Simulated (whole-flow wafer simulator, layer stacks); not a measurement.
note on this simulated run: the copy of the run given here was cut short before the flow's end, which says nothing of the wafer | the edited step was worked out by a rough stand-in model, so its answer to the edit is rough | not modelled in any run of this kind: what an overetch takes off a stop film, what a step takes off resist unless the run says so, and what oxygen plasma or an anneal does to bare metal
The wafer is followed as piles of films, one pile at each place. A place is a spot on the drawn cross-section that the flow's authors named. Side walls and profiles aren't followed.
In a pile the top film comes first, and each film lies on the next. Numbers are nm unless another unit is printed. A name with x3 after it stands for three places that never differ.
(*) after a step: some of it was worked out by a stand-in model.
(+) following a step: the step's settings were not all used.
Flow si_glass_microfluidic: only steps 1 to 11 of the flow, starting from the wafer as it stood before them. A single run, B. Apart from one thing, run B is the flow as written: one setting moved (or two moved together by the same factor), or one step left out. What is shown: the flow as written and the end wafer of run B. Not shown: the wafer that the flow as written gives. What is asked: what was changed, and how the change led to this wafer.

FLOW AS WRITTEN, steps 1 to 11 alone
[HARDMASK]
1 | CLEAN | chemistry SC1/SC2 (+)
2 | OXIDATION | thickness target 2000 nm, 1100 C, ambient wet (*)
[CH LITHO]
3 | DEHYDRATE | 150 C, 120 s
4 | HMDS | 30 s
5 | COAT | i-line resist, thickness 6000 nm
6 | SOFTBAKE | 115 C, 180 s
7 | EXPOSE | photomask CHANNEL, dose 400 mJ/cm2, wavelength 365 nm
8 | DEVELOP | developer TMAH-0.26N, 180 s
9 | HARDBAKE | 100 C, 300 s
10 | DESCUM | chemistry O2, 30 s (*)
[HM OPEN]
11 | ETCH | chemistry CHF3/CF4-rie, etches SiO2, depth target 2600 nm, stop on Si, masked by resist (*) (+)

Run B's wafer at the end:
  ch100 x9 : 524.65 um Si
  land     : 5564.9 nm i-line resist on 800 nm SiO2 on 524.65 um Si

What caused this: step 2, OXIDATION: thickness target 800 nm was run, while the flow as written has thickness target 2000 nm.
The wafer lets one read it off: land has SiO2 800, and step 2 as written asks for 2000 nm.

The path from the change to this, step by step:
  2 | OXIDATION | thickness target 2000 nm, 1100 C, ambient wet (*)
      land, ch100 x9: SiO2 gains 800 (new film), chemical SiO2 loses 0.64 (all of it), Si loses 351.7 (as written it would have been: SiO2 gains 2000 (new film), chemical SiO2 loses 0.64 (all of it), Si loses 879.7)
  11 | ETCH | chemistry CHF3/CF4-rie, etches SiO2, depth target 2600 nm, stop on Si, masked by resist (*) (+)
      ch100 x9: SiO2 loses 800 (all of it) (as written it would have been: SiO2 loses 2000 (all of it))
      land: i-line resist loses 400 (as written it would have been: i-line resist loses 866.7)
